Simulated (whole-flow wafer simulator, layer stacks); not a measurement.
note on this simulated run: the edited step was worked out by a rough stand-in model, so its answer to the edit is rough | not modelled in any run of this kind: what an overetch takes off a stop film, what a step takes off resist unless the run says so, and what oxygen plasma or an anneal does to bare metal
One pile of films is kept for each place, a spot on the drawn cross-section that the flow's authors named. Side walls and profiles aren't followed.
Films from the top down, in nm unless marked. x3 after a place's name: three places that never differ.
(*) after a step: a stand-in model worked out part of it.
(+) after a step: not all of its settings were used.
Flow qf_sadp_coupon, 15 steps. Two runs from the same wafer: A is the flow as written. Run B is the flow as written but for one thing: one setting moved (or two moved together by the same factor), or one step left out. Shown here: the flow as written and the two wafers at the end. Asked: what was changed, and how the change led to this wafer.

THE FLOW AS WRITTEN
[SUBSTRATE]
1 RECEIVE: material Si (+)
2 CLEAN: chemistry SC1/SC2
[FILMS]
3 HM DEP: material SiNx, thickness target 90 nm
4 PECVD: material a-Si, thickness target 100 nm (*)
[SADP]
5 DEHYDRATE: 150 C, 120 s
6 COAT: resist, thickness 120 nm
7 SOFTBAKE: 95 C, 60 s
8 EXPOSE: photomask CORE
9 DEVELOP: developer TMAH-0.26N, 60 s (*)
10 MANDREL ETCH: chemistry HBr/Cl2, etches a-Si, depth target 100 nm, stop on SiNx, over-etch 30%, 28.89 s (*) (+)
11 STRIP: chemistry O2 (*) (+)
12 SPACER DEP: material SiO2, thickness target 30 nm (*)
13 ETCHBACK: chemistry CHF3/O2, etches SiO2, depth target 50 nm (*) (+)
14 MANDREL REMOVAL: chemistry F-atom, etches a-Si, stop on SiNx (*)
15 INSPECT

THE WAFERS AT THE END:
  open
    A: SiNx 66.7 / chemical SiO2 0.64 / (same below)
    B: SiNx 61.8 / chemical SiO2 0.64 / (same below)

The cause: step 4, PECVD: thickness target 66.2 nm was run, where the flow has thickness target 100 nm.

How the change led to this, step by step:
  4 PECVD: material a-Si, thickness target 100 nm (*)
      m, open: A a-Si +100 (new film) | B a-Si +66.2 (new film)
  10 MANDREL ETCH: chemistry HBr/Cl2, etches a-Si, depth target 100 nm, stop on SiNx, over-etch 30%, 28.89 s (*) (+)
      open: A a-Si -100 (all of it), SiNx -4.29 | B a-Si -66.2 (all of it), SiNx -9.11
  14 MANDREL REMOVAL: chemistry F-atom, etches a-Si, stop on SiNx (*)
      m: A a-Si -95.8 (all of it) | B a-Si -62 (all of it)
